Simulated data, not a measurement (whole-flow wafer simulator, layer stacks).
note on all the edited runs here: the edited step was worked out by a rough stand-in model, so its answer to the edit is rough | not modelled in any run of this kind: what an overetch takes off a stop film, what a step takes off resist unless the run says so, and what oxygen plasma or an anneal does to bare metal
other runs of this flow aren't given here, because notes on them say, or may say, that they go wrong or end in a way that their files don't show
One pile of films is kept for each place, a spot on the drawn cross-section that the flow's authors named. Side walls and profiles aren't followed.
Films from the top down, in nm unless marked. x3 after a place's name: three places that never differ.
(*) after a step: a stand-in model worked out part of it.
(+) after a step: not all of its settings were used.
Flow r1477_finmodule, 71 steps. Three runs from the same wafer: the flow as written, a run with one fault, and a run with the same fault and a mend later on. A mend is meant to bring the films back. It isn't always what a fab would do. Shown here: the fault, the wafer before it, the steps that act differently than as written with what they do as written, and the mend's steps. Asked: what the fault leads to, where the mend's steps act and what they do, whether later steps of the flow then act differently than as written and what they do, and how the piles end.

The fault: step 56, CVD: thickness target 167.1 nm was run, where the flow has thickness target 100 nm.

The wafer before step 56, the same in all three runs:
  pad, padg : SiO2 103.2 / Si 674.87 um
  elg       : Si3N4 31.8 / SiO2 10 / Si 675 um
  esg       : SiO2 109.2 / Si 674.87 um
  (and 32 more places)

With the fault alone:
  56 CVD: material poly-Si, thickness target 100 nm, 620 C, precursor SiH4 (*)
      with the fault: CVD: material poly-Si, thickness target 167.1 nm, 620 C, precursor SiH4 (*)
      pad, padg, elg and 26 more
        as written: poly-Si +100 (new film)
        with the fault: poly-Si +167.1 (new film)
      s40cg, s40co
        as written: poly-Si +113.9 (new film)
        with the fault: poly-Si +181.8 (new film)
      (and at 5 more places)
  Later steps of the flow that act differently than as written (2 more steps differ only slightly, by at most 2% or 0.5 nm, whichever is larger, and aren't shown):
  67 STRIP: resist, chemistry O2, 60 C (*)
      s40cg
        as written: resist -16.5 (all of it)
        with the fault: resist -15.8 (all of it)
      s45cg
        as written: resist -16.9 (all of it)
        with the fault: resist -16.1 (all of it)
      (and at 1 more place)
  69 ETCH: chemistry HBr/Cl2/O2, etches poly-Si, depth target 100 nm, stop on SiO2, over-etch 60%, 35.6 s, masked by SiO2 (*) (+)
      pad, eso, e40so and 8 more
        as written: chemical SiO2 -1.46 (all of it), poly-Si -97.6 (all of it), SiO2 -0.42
        with the fault: chemical SiO2 -1.46 (all of it), poly-Si -160
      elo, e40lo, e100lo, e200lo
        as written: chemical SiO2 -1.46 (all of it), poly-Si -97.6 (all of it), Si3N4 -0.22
        with the fault: chemical SiO2 -1.46 (all of it), poly-Si -160
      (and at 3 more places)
  At the end the piles differ from the flow's by more than 2% or 0.5 nm, whichever is larger, at pad, padg, elg and 33 more.
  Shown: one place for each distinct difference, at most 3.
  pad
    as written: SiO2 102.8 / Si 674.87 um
    with the fault: poly-Si 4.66 / SiO2 103.2 / Si 674.87 um
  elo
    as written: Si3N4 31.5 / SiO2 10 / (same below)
    with the fault: poly-Si 4.66 / Si3N4 31.8 / SiO2 10 / (same below)
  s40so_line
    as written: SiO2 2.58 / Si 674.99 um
    with the fault: poly-Si 4.66 / SiO2 3 / Si 674.99 um

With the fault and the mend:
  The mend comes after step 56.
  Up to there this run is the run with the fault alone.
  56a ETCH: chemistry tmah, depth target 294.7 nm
      pad, padg, elg and 26 more
        poly-Si -167.1 (all of it)
      s40cg, s40co
        poly-Si -181.8 (all of it)
      s45cg, s45co
        poly-Si -181.5 (all of it)
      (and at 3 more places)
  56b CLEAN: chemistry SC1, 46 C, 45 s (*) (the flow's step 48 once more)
      s40sg_line, s45sg_line, s50sg_line, s40so_line, s45so_line, s50so_line
        SiO2 -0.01
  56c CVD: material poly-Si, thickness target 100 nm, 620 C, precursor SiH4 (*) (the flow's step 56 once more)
      pad, padg, elg and 26 more
        poly-Si +100 (new film)
      s40cg, s40co
        poly-Si +113.9 (new film)
      s45cg, s45co
        poly-Si +113.4 (new film)
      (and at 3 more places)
  No later step of the flow acts differently than as written, at any place that is followed, by more than 2% or 0.5 nm, whichever is larger.
  At the end the piles differ from the flow's only slightly at the places that both follow, by at most 2% or 0.5 nm, whichever is larger.
